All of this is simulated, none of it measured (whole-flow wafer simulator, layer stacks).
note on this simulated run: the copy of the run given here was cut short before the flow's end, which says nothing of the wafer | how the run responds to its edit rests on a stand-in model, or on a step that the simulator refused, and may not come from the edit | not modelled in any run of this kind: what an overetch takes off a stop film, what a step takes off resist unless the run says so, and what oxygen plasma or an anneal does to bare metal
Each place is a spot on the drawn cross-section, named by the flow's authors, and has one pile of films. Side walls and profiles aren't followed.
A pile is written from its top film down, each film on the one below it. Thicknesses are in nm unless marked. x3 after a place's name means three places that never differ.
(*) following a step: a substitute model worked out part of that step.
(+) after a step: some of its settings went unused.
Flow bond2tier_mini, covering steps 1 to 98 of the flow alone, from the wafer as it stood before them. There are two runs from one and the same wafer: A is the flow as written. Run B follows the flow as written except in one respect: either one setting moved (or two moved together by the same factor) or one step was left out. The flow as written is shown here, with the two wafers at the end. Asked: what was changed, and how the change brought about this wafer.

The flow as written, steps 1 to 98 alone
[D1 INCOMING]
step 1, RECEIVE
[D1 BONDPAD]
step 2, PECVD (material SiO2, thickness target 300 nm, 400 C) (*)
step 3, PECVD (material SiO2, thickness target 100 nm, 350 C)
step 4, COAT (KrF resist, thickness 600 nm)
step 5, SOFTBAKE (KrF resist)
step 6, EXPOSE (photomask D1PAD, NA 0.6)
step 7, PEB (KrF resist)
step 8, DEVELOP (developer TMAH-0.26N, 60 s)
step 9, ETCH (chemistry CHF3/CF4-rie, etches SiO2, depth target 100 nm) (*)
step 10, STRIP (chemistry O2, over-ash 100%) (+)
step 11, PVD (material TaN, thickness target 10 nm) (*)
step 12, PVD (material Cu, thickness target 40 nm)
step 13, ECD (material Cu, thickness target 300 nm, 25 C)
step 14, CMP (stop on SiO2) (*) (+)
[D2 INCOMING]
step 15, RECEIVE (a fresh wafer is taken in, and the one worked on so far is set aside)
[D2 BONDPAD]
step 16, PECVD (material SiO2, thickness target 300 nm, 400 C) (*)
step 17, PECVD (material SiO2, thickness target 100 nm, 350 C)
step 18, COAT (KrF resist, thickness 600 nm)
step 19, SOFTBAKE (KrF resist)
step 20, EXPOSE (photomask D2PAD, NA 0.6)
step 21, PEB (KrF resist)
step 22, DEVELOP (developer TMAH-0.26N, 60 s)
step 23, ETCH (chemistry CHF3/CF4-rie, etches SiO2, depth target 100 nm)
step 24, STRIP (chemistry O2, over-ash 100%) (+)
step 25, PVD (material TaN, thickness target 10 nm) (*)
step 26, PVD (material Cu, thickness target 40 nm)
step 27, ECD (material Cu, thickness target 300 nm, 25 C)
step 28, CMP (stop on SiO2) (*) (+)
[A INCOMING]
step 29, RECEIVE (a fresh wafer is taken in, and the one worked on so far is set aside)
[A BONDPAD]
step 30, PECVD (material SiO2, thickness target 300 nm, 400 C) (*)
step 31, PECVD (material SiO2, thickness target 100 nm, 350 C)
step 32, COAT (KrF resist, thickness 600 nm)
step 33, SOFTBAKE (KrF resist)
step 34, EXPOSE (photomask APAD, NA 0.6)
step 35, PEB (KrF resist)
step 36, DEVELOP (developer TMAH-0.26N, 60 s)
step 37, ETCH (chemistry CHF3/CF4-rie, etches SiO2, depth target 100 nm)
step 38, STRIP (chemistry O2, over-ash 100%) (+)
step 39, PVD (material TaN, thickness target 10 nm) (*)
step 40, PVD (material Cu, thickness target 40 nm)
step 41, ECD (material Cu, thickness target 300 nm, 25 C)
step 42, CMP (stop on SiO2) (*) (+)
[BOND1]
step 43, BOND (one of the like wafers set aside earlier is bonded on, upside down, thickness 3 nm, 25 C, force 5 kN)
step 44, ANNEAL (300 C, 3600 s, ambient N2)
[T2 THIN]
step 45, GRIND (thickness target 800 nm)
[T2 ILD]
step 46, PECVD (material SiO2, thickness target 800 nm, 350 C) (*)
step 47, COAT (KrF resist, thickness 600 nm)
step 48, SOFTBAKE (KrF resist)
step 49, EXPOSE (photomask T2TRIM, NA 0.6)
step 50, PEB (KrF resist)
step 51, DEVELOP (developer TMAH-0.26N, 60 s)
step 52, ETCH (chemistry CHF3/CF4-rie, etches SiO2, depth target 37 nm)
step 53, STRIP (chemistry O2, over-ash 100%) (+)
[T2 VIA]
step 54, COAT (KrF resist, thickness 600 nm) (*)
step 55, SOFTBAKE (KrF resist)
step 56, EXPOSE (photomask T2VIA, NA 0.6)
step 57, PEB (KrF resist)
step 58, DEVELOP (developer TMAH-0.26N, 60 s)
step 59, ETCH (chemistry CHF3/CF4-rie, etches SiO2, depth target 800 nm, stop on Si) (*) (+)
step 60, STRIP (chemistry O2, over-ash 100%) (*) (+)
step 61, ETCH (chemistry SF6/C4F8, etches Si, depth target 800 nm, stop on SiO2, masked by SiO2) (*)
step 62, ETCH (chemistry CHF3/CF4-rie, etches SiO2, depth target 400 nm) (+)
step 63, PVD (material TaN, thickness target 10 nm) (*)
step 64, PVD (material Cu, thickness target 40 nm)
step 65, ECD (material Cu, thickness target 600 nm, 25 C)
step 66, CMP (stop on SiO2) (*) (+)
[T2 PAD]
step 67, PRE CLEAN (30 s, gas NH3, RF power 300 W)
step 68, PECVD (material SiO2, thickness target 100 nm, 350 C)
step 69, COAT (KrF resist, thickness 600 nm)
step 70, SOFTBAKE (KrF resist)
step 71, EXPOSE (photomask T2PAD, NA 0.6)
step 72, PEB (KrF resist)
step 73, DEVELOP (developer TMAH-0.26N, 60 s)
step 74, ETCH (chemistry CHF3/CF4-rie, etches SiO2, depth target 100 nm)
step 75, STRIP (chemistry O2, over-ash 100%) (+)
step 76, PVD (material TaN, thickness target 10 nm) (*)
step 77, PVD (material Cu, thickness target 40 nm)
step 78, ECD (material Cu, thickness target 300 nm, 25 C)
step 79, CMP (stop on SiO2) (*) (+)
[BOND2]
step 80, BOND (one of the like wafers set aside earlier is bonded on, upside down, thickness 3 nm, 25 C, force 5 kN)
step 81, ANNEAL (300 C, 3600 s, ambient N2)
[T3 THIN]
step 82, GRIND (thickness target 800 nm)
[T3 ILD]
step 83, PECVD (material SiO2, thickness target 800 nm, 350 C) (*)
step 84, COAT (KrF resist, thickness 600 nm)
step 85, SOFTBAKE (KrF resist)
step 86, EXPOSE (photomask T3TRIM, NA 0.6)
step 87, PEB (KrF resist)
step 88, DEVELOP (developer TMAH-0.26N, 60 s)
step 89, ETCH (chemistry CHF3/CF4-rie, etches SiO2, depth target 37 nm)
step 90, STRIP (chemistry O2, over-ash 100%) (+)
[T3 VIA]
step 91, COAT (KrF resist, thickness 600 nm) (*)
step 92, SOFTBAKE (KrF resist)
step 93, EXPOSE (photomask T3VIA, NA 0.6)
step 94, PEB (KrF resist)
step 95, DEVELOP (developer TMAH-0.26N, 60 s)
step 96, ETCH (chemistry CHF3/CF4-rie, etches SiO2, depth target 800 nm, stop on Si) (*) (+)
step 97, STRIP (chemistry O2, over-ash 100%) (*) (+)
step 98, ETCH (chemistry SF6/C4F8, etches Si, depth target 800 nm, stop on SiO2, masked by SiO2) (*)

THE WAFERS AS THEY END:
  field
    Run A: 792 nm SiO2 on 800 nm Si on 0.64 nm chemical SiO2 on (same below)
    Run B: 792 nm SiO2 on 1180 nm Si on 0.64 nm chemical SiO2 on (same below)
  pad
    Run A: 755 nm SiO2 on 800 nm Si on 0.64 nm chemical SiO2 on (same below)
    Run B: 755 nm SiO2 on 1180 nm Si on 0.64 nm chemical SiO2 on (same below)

The reason: step 82, GRIND: thickness target 1180 nm was run, though the flow has thickness target 800 nm.
The wafer lets one read it off: field has Si 1180, and step 82 as written asks for 800 nm.

Step by step, how the change led to this:
  step 82, GRIND (thickness target 800 nm)
      field, pad: A -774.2 um Si | B -773.82 um Si
